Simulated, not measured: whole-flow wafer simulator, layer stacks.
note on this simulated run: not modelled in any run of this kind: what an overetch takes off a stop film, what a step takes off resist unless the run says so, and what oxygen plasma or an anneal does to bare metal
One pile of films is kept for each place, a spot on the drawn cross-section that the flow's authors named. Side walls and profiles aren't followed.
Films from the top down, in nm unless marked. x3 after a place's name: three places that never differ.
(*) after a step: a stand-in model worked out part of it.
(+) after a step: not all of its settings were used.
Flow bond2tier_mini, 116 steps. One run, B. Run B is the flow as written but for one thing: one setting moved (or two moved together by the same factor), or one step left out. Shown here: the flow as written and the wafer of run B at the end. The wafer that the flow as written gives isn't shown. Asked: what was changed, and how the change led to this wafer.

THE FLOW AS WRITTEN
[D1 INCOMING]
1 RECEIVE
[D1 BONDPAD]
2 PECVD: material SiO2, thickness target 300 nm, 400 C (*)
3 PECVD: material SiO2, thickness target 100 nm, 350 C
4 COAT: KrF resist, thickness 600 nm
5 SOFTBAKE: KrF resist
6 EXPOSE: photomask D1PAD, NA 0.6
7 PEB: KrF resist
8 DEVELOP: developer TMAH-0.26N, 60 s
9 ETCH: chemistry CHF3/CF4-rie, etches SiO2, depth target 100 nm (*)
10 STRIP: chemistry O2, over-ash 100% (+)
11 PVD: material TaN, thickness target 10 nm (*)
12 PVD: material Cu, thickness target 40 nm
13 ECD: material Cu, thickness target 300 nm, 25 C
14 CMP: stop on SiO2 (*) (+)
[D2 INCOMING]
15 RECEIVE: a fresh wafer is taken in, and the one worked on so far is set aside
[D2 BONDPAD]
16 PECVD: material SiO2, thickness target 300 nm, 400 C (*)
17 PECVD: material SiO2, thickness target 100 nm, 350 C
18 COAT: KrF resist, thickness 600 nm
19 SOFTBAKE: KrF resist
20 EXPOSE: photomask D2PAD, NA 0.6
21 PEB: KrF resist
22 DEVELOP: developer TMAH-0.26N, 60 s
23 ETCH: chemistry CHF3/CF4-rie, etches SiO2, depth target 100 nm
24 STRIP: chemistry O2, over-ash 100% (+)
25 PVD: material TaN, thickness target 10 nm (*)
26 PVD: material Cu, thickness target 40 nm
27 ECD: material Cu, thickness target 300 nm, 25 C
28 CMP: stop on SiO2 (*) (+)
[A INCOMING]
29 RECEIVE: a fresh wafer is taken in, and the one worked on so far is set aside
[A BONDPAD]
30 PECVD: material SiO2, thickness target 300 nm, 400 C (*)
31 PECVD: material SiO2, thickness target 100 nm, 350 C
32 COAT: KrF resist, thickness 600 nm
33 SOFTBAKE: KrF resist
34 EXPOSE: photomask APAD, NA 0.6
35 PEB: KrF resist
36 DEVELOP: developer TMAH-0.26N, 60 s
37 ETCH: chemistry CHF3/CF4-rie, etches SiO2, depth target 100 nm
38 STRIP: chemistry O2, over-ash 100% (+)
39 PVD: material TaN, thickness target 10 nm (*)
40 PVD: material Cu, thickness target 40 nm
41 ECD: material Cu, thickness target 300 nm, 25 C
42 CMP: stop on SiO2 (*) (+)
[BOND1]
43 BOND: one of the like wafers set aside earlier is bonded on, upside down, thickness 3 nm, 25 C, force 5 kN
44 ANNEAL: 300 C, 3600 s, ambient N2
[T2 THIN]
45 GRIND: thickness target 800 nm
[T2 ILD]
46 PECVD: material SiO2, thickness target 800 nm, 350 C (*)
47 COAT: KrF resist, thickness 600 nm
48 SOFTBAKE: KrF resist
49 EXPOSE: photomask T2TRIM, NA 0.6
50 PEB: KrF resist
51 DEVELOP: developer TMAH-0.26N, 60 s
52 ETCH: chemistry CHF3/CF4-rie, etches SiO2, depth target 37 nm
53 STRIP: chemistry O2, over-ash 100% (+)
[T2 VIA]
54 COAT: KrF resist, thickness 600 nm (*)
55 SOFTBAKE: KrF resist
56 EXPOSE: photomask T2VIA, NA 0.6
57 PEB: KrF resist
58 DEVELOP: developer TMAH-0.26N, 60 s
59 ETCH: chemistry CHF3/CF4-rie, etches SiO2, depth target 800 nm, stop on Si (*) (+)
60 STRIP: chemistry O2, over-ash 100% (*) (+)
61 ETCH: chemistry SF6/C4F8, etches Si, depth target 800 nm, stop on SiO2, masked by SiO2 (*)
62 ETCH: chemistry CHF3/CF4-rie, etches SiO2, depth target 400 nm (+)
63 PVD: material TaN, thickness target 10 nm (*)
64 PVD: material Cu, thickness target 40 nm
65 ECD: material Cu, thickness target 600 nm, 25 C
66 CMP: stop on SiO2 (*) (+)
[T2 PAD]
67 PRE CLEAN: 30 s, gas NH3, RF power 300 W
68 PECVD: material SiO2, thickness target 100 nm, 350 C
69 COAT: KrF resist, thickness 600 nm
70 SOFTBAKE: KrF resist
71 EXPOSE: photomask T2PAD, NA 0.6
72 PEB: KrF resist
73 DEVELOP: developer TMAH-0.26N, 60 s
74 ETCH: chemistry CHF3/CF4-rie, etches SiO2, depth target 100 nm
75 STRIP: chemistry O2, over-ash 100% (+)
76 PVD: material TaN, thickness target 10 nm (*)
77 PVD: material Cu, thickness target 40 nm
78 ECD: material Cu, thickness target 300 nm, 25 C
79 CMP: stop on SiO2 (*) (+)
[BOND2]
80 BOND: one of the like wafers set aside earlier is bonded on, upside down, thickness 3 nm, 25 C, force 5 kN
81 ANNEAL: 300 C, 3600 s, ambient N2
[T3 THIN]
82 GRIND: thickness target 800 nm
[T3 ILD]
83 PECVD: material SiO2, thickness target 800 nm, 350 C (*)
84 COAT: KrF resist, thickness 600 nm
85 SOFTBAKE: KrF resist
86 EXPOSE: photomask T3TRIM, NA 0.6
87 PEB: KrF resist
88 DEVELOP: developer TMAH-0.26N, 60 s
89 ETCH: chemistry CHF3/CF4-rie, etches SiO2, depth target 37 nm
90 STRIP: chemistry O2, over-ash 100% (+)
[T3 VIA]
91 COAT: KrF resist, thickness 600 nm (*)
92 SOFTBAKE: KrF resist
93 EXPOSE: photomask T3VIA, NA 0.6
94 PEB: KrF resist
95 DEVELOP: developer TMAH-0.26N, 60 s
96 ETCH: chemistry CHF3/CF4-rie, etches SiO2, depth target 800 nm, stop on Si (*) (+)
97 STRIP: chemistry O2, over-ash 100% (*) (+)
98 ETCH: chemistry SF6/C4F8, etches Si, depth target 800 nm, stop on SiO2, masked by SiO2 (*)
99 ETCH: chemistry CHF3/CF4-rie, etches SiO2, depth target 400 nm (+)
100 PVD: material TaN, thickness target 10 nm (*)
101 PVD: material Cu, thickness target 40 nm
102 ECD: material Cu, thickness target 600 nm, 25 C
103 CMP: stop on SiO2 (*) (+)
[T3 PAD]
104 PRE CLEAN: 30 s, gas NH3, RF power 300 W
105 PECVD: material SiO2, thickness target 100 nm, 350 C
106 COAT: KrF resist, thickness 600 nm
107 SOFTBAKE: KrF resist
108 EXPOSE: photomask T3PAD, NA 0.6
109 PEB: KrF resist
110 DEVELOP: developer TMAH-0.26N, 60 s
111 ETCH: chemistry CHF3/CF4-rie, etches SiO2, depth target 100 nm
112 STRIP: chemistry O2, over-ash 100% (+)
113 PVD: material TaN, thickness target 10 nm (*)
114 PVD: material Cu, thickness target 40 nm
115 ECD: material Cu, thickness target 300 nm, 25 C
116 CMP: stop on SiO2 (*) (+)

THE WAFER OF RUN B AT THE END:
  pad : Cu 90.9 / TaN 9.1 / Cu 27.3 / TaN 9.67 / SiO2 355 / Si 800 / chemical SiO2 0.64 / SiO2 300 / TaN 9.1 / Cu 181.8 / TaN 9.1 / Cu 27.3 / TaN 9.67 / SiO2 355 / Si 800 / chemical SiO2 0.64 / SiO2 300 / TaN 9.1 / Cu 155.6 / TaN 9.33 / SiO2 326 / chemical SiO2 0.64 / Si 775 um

The cause: step 37, ETCH: depth target 74 nm was run, where the flow has depth target 100 nm.

How the change led to this, step by step:
  37 ETCH: chemistry CHF3/CF4-rie, etches SiO2, depth target 100 nm
      pad, via: SiO2 -74 (as written it would be: SiO2 -100)
      field: KrF resist -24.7 (as written it would be: KrF resist -33.3)
  40 PVD: material Cu, thickness target 40 nm
      pad: Cu +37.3 (new film) (as written it would be: Cu +36.4 (new film))
  41 ECD: material Cu, thickness target 300 nm, 25 C
      pad: Cu +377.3 (as written it would be: Cu +404.5)
      via: Cu +374.1 (as written it would be: Cu +400.2)
